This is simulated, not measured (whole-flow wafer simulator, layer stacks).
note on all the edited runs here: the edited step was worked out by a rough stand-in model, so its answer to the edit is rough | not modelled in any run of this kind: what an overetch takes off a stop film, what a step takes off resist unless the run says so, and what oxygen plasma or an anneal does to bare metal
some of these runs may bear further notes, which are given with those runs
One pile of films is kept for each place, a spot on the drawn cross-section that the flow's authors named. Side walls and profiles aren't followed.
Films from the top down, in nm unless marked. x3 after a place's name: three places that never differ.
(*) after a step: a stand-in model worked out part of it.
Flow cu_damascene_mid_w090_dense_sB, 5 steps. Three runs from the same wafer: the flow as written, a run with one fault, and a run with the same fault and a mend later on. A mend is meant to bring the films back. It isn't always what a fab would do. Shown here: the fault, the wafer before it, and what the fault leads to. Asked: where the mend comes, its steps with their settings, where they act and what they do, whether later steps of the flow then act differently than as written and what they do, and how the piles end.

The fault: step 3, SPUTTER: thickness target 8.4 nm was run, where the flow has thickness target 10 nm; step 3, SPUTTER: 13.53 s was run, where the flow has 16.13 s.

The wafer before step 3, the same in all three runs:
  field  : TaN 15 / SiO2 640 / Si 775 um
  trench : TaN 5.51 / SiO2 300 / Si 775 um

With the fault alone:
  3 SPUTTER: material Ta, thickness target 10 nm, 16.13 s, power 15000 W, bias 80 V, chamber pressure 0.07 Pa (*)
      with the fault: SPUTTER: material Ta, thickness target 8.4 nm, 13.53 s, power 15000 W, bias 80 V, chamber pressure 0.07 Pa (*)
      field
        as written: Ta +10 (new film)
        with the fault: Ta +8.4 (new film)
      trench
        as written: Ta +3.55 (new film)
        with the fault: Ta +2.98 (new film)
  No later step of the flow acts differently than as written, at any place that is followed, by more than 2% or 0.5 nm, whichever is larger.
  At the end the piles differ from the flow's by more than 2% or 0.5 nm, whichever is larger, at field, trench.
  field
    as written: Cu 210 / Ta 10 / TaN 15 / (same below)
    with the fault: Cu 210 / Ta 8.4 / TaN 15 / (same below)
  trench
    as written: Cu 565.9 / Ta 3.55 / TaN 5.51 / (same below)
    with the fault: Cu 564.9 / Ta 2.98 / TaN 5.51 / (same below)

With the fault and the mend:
  The mend comes after step 3.
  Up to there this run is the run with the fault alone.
  3a SPUTTER: material Ta, thickness target 1.61 nm, 2.597 s, power 15000 W, bias 80 V, chamber pressure 0.07 Pa (*) (the flow's step 3 once more, with other settings)
      field
        Ta +1.61
      trench
        Ta +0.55
  No later step of the flow acts differently than as written at any place that is followed.
  At the end the piles differ from the flow's only slightly at the places that both follow, by at most 2% or 0.5 nm, whichever is larger.
